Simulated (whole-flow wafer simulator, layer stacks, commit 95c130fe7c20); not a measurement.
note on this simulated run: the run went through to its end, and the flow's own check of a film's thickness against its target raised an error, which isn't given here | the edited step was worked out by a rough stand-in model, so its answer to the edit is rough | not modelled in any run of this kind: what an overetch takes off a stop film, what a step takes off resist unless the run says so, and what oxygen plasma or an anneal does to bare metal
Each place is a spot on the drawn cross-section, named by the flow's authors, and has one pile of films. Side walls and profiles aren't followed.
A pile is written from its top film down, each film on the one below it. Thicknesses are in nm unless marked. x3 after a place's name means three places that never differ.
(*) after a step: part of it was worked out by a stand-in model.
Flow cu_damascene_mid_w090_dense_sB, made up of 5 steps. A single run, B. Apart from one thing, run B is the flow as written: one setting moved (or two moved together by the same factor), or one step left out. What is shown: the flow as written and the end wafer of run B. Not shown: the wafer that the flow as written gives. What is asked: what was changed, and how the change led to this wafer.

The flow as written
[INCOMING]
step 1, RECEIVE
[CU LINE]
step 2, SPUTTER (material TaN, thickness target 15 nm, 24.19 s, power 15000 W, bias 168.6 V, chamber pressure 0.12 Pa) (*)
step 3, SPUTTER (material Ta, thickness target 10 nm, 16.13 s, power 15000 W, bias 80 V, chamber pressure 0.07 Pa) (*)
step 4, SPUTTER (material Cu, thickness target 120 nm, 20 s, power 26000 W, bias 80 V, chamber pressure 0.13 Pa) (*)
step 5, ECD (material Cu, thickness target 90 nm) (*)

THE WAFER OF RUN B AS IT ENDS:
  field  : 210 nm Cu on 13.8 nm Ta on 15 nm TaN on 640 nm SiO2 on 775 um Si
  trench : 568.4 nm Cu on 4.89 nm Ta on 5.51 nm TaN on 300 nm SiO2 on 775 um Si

What caused this: step 3, SPUTTER: thickness target 13.8 nm was run, though the flow has thickness target 10 nm; step 3, SPUTTER: 22.18 s was run, where the flow has 16.13 s.
The wafer lets one read it off: field has Ta 13.8, and step 3 as written asks for 10 nm.

How this came from the change, step by step:
  step 3, SPUTTER (material Ta, thickness target 10 nm, 16.13 s, power 15000 W, bias 80 V, chamber pressure 0.07 Pa) (*)
      field: Ta gains 13.8 (new film) (it would be, as written: Ta gains 10 (new film))
      trench: Ta gains 4.89 (new film) (it would be, as written: Ta gains 3.55 (new film))
